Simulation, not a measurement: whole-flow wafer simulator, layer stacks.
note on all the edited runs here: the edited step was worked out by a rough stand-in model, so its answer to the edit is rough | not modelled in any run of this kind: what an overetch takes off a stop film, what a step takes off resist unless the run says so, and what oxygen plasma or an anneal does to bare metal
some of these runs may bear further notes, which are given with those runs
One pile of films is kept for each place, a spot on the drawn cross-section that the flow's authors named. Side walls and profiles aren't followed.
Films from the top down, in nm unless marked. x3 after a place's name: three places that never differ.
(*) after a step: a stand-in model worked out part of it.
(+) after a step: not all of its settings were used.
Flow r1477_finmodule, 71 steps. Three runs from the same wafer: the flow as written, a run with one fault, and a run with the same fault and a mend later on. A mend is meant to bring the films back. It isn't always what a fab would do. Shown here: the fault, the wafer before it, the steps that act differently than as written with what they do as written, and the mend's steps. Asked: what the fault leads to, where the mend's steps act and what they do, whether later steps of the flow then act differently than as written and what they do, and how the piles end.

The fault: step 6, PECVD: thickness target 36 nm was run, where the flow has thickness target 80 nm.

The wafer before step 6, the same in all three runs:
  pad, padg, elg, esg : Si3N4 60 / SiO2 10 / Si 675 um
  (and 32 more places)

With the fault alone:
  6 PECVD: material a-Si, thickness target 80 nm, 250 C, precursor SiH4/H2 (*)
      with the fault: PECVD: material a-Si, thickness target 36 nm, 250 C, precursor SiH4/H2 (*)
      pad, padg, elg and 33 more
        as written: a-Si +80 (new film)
        with the fault: a-Si +36 (new film)
  Later steps of the flow that act differently than as written (2 more steps differ only slightly, by at most 2% or 0.5 nm, whichever is larger, and aren't shown):
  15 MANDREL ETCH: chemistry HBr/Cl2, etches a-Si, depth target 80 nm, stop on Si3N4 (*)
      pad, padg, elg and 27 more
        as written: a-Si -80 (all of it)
        with the fault: a-Si -36 (all of it)
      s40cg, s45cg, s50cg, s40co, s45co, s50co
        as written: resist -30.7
        with the fault: resist -20.7
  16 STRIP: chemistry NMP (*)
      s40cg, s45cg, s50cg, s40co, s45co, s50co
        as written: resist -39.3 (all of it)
        with the fault: resist -49.3 (all of it)
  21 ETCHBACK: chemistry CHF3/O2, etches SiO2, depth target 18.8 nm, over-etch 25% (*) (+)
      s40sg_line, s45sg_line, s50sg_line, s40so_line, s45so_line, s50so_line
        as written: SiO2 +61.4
        with the fault: SiO2 +17.4
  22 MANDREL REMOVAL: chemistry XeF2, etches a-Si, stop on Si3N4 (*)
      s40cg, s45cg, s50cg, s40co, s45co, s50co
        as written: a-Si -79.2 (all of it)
        with the fault: a-Si -35.2 (all of it)
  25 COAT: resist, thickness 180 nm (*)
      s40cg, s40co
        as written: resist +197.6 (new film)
        with the fault: resist +186.6 (new film)
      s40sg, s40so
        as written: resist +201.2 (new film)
        with the fault: resist +190.2 (new film)
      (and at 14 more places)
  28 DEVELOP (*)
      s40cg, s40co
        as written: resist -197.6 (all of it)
        with the fault: resist -186.6 (all of it)
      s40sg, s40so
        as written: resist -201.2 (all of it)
        with the fault: resist -190.2 (all of it)
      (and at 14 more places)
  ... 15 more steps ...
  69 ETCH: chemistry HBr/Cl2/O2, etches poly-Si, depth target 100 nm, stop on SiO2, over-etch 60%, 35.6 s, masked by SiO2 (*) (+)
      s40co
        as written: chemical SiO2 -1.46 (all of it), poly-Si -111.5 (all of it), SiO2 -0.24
        with the fault: chemical SiO2 -1.51 (all of it), poly-Si -160
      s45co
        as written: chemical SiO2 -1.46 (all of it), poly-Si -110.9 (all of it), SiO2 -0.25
        with the fault: chemical SiO2 -1.51 (all of it), poly-Si -160
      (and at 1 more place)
  At the end the piles differ from the flow's by more than 2% or 0.5 nm, whichever is larger, at pad, padg, elg and 33 more.
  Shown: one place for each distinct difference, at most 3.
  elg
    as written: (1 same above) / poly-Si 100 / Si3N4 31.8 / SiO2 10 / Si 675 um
    with the fault: (1 same above) / poly-Si 100 / SiO2 3 / Si 674.99 um
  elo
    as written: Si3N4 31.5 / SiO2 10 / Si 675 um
    with the fault: SiO2 2.58 / Si 674.99 um
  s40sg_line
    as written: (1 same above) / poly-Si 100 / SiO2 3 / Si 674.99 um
    with the fault: (1 same above) / poly-Si 100 / Si3N4 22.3 / SiO2 10 / Si 675 um

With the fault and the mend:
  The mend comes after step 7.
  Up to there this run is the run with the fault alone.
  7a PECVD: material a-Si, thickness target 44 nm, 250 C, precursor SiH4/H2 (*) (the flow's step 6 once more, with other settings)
      pad, padg, elg and 33 more
        a-Si +44
  No later step of the flow acts differently than as written at any place that is followed.
  At the end the piles are the same as the flow's at every place that both follow.
